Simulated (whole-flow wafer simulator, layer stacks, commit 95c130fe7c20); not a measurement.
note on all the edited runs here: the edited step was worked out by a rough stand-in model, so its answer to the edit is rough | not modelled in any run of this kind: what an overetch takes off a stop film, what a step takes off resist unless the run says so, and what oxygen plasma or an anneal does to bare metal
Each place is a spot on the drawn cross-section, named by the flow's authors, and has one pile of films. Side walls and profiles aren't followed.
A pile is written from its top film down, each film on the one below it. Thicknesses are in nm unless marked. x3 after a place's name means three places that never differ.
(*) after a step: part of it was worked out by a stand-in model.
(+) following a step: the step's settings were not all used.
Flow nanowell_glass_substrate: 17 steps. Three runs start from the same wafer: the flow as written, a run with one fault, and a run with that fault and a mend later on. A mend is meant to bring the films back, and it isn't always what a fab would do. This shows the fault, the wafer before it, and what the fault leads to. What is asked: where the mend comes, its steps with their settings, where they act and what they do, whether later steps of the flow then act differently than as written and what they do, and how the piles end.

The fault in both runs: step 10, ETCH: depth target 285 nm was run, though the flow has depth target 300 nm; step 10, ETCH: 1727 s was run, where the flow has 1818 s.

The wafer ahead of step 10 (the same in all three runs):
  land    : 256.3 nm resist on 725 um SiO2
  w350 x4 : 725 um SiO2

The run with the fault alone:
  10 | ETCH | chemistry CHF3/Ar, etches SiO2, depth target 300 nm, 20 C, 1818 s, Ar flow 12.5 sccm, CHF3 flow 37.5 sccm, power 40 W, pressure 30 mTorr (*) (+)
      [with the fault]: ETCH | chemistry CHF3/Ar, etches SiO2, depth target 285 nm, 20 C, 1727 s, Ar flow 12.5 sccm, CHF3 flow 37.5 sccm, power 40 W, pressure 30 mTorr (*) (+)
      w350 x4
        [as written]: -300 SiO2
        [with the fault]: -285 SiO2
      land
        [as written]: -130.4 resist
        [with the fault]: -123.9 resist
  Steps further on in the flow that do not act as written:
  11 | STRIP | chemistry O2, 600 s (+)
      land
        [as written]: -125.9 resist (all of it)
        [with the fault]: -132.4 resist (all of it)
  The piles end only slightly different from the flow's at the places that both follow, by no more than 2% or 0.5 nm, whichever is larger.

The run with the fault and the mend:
  The mend follows step 10.
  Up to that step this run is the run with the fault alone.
  10a | ETCH | chemistry CHF3/Ar, etches SiO2, depth target 15 nm, 20 C, 90.9 s, Ar flow 12.5 sccm, CHF3 flow 37.5 sccm, power 40 W, pressure 30 mTorr (*) (+) (the flow's step 10 again, with other settings)
      w350 x4
        -15 SiO2
      land
        -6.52 resist
  Every later step of the flow that is run acts as written at every place that is followed.
  At every place that both follow, the piles at the end match the flow's.
